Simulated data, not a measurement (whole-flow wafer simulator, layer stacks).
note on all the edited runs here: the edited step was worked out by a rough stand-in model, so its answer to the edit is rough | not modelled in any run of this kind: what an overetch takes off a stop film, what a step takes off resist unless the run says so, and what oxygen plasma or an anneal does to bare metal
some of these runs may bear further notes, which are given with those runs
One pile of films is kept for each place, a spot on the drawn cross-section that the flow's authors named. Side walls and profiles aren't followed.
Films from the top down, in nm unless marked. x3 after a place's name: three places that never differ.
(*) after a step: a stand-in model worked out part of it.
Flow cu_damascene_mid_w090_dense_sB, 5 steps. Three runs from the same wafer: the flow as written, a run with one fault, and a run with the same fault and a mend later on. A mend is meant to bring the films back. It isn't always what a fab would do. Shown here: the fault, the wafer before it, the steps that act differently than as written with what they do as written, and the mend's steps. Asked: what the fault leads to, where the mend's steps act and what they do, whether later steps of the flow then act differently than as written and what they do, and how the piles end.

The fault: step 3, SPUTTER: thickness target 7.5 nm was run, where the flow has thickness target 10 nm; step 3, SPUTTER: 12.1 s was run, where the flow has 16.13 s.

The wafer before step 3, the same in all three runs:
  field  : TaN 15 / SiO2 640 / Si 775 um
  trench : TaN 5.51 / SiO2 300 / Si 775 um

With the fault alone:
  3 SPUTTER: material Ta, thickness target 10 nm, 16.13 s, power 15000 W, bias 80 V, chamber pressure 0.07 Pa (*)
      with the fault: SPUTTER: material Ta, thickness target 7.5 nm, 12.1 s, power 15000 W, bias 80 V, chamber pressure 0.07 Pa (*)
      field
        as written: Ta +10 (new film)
        with the fault: Ta +7.5 (new film)
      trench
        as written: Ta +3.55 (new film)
        with the fault: Ta +2.66 (new film)
  No later step of the flow acts differently than as written, at any place that is followed, by more than 2% or 0.5 nm, whichever is larger.
  At the end the piles differ from the flow's by more than 2% or 0.5 nm, whichever is larger, at field, trench.
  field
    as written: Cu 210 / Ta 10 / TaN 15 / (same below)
    with the fault: Cu 210 / Ta 7.5 / TaN 15 / (same below)
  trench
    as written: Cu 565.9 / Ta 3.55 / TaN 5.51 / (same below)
    with the fault: Cu 564.3 / Ta 2.66 / TaN 5.51 / (same below)

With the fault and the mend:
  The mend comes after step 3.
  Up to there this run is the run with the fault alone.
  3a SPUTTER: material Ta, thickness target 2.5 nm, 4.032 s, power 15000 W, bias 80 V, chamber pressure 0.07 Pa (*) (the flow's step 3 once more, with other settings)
      field
        Ta +2.5
      trench
        Ta +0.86
  No later step of the flow acts differently than as written at any place that is followed.
  At the end the piles differ from the flow's only slightly at the places that both follow, by at most 2% or 0.5 nm, whichever is larger.
